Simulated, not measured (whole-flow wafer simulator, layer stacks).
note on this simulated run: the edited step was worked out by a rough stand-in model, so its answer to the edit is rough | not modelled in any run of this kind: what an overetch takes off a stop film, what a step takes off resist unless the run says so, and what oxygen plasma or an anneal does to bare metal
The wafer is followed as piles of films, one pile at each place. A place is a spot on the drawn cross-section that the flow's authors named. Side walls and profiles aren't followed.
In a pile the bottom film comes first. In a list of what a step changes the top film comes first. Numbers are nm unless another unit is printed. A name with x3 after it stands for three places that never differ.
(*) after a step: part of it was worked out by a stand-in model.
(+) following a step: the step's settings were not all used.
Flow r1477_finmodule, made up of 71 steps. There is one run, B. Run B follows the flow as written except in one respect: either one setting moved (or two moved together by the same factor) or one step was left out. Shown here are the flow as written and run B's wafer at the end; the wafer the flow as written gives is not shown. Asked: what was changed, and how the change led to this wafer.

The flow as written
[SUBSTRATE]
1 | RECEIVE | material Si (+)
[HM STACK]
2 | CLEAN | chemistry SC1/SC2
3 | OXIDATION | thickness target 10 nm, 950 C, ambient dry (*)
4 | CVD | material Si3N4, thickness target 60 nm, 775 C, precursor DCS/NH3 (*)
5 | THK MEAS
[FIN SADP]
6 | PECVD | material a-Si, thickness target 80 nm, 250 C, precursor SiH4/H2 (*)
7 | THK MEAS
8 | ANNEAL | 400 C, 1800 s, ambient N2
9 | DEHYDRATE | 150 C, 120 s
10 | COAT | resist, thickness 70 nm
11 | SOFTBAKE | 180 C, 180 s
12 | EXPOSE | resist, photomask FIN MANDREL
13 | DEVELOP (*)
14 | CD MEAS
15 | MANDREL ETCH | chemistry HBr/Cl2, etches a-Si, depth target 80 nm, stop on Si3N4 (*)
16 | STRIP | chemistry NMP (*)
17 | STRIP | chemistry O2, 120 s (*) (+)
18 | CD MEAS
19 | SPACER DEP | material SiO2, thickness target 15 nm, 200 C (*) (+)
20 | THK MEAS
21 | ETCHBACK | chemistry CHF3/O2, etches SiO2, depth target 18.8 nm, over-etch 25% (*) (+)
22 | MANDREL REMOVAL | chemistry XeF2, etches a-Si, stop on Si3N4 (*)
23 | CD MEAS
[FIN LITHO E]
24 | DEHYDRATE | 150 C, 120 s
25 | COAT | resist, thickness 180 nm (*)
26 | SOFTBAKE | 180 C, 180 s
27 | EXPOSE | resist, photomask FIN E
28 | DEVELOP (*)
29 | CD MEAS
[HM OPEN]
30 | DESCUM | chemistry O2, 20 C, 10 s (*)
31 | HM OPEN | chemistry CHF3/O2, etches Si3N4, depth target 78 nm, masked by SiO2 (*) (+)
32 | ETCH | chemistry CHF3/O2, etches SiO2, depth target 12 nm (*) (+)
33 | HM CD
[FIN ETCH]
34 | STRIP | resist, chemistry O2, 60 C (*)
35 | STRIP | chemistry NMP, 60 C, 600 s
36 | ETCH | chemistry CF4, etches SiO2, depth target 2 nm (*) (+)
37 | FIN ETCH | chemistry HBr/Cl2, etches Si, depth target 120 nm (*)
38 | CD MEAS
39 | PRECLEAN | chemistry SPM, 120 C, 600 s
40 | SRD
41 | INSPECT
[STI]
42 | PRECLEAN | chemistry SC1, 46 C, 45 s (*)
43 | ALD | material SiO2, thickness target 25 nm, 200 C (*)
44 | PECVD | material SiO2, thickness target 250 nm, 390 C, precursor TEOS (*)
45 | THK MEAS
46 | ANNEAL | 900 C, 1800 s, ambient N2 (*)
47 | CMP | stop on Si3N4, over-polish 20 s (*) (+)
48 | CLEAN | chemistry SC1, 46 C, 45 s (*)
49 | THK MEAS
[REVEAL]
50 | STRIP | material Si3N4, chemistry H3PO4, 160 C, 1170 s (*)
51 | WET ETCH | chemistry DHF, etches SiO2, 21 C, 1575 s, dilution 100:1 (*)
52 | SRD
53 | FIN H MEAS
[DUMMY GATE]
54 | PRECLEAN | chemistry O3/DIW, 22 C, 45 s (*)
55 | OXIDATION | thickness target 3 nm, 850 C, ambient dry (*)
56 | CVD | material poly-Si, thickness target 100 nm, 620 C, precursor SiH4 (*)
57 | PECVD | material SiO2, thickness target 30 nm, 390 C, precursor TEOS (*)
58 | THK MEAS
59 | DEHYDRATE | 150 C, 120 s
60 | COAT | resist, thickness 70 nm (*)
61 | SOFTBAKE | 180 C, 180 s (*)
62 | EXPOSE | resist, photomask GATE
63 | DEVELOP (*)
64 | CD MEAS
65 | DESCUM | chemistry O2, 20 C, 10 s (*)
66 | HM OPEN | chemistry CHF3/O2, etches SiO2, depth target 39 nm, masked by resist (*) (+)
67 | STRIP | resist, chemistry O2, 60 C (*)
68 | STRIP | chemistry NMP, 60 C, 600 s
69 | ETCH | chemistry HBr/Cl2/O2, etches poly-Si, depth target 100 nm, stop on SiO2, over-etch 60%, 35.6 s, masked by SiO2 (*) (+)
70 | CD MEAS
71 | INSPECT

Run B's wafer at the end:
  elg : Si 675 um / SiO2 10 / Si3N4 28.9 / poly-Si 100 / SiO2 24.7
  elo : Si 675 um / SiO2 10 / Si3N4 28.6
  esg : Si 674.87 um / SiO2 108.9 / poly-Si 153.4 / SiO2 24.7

What caused this: step 21, ETCHBACK: depth target 22.1 nm was run, though the flow has depth target 18.8 nm.

The path from the change to this, step by step:
  21 | ETCHBACK | chemistry CHF3/O2, etches SiO2, depth target 18.8 nm, over-etch 25% (*) (+)
      pad, padg, elg and 21 more: SiO2 loses 15 (all of it), Si3N4 loses 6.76 (it would be, as written: SiO2 loses 15 (all of it), Si3N4 loses 3.62)
      s40cg, s45cg, s50cg, s40co, s45co, s50co: SiO2 loses 15.4 (all of it), a-Si loses 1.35 (it would be, as written: SiO2 loses 15.4 (all of it), a-Si loses 0.69)
      (also at 6 further places)
  31 | HM OPEN | chemistry CHF3/O2, etches Si3N4, depth target 78 nm, masked by SiO2 (*) (+)
      pad, padg, esg and 13 more: Si3N4 loses 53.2 (all of it), SiO2 loses 10 (all of it) (it would be, as written: Si3N4 loses 56.4 (all of it), SiO2 loses 10 (all of it))
  51 | WET ETCH | chemistry DHF, etches SiO2, 21 C, 1575 s, dilution 100:1 (*)
      elg, e40lg, e100lg, e200lg, elo, e40lo, e100lo, e200lo: SiO2 loses 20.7 (all of it), Si3N4 loses 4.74 (it would be, as written: SiO2 loses 17.8 (all of it), Si3N4 loses 4.97)
  60 | COAT | resist, thickness 70 nm (*)
      e40sg, eso, e40so: resist gains 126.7 (new film) (it would be, as written: resist gains 129.5 (new film))
      e100sg, e100so: resist gains 126.7 (new film) (it would be, as written: resist gains 129.4 (new film))
      (also at 2 further places)
  63 | DEVELOP (*)
      eso, e40so: resist loses 126.7 (all of it) (it would be, as written: resist loses 129.5 (all of it))
      e100so: resist loses 126.7 (all of it) (it would be, as written: resist loses 129.4 (all of it))
      (also at 1 further place)
  67 | STRIP | resist, chemistry O2, 60 C (*)
      e40sg: resist loses 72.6 (all of it) (it would be, as written: resist loses 75.4 (all of it))
      e100sg: resist loses 72.6 (all of it) (it would be, as written: resist loses 75.3 (all of it))
      (also at 1 further place)
